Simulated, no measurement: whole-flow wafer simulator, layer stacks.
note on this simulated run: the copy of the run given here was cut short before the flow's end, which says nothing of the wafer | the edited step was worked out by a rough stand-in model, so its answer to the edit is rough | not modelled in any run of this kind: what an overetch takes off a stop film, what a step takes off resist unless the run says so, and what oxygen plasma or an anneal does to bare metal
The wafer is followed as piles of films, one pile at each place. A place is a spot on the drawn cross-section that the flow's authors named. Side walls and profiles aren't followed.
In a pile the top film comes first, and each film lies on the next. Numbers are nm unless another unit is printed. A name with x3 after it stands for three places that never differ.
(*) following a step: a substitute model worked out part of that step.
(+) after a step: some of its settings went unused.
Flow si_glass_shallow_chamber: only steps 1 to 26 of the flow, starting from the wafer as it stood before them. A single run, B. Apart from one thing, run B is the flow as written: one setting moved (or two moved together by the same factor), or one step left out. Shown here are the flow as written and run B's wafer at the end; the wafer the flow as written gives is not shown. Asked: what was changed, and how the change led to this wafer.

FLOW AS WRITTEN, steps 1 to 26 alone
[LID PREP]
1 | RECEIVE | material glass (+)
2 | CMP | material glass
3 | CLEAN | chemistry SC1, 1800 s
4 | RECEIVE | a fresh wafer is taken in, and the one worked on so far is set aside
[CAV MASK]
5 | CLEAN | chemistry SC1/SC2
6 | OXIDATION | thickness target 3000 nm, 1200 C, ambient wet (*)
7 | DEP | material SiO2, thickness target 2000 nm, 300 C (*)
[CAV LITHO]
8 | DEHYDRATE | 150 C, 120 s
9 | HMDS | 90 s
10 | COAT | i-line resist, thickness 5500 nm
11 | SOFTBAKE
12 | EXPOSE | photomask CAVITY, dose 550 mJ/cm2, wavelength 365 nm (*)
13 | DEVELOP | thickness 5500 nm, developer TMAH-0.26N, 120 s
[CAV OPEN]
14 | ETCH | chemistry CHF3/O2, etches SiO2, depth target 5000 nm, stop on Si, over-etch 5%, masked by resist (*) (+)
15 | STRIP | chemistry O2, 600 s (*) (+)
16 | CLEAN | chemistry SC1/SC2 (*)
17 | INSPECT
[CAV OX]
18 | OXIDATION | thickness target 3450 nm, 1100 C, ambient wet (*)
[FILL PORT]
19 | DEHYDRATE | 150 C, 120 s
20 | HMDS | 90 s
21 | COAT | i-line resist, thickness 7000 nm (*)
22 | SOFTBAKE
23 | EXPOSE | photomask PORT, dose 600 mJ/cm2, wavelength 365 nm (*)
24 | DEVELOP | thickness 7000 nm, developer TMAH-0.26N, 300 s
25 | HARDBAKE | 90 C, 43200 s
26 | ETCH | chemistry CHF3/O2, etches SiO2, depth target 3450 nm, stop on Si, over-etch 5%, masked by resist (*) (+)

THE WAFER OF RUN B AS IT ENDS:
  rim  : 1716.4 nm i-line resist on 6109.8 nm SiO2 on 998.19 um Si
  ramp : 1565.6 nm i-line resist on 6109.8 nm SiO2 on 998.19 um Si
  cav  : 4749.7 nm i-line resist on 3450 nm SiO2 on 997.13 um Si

Cause: step 14, ETCH: over-etch 2.87% was run, whereas the flow has over-etch 5%.

How this came from the change, step by step:
  14 | ETCH | chemistry CHF3/O2, etches SiO2, depth target 5000 nm, stop on Si, over-etch 5%, masked by resist (*) (+)
      rim, ramp, septum, ring: i-line resist loses 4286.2 (as written it would have been: i-line resist loses 4375)
      cav, port: SiO2 loses 5000 (all of it), Si loses 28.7 (as written it would have been: SiO2 loses 5000 (all of it), Si loses 50)
  15 | STRIP | chemistry O2, 600 s (*) (+)
      rim, ramp, septum, ring: i-line resist loses 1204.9 (all of it) (as written it would have been: i-line resist loses 1116.2 (all of it))
